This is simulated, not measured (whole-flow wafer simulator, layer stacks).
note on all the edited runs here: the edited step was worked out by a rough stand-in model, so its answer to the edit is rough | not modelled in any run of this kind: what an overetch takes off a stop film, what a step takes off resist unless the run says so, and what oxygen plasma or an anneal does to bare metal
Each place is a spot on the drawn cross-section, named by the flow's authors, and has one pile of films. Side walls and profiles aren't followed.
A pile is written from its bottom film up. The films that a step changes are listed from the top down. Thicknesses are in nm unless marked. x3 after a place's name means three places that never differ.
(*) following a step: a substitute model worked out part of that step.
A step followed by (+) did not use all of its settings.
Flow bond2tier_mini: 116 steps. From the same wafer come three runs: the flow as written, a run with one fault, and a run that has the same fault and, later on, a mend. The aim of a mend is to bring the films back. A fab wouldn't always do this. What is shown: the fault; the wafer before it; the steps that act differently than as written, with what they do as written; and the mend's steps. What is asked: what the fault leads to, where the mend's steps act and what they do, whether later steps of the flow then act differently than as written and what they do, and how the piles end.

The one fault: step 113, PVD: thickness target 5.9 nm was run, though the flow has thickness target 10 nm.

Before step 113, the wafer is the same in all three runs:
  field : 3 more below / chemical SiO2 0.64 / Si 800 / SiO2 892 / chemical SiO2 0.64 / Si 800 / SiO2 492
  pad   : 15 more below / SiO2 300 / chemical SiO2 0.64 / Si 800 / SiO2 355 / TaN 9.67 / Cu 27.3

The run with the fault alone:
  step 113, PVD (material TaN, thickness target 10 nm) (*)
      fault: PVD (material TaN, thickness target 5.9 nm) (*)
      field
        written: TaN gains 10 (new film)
        fault: TaN gains 5.9 (new film)
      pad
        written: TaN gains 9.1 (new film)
        fault: TaN gains 5.37 (new film)
  Later steps of the flow acting differently than as written (1 more step, not shown, differs only slightly: by at most 2% or 0.5 nm, whichever is larger):
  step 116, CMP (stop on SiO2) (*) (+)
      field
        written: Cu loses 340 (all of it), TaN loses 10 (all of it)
        fault: Cu loses 340 (all of it), TaN loses 5.9 (all of it)
  At pad, the piles at the end differ from the flow's by more than 2% or 0.5 nm, whichever is larger.
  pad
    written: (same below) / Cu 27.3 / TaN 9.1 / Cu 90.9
    fault: (same below) / Cu 27.3 / TaN 5.37 / Cu 94.6

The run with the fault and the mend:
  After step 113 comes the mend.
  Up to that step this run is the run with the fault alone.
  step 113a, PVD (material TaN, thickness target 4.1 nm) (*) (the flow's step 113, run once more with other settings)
      field
        TaN gains 4.1
      pad
        TaN gains 3.73
  Later steps of the flow that are run all act as written at every place that is followed.
  At every place that both follow, the piles at the end match the flow's.
